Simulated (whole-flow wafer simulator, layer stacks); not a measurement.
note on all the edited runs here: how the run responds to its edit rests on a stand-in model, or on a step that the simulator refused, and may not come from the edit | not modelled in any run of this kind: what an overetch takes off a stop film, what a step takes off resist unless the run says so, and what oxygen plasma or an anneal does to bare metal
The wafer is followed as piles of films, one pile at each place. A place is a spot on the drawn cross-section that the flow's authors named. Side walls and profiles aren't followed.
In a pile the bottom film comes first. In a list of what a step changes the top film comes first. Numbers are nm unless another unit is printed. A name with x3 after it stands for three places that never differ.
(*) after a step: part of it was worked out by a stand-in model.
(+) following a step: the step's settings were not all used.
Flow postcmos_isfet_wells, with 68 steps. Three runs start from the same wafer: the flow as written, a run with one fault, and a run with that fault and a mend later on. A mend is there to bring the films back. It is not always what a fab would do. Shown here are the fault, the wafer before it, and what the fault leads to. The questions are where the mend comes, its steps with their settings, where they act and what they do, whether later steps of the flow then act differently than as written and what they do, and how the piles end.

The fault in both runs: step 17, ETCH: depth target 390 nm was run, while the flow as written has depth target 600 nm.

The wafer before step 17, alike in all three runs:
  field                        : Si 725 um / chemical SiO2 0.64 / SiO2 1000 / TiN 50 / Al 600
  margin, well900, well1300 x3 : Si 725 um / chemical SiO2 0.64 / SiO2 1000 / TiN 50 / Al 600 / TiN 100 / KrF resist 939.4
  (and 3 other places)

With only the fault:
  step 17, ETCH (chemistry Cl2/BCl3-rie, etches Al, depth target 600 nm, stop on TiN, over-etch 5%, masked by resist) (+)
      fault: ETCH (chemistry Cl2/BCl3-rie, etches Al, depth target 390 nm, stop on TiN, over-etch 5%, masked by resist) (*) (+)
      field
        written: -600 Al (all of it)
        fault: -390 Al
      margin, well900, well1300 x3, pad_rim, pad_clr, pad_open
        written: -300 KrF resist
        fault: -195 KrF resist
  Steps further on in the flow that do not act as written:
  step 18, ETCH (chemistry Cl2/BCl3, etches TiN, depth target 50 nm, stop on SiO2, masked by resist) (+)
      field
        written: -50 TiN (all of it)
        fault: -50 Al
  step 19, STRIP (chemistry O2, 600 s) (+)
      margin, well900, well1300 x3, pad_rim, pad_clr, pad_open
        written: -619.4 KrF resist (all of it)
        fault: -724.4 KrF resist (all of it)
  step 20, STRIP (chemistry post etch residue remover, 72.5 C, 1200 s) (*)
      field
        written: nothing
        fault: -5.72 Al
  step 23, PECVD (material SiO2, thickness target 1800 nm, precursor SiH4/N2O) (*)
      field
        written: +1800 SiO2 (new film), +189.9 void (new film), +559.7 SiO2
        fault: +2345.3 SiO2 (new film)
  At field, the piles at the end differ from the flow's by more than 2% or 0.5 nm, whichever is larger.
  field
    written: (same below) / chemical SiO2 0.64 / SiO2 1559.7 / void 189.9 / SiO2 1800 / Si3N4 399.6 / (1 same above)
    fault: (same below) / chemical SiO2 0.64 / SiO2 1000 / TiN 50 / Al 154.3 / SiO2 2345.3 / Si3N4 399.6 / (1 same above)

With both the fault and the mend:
  The mend follows step 17.
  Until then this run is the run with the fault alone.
  step 17a, ETCH (chemistry Cl2/BCl3-rie, etches Al, depth target 210 nm, stop on TiN, over-etch 5%, masked by resist) (the flow's step 17 again, with other settings)
      margin, well900, well1300 x3, pad_rim, pad_clr, pad_open
        -105 KrF resist
      field
        -210 Al (all of it)
  Later steps of the flow that are run all act as written at every place that is followed.
  By the end, the piles equal the flow's at every place that both follow.
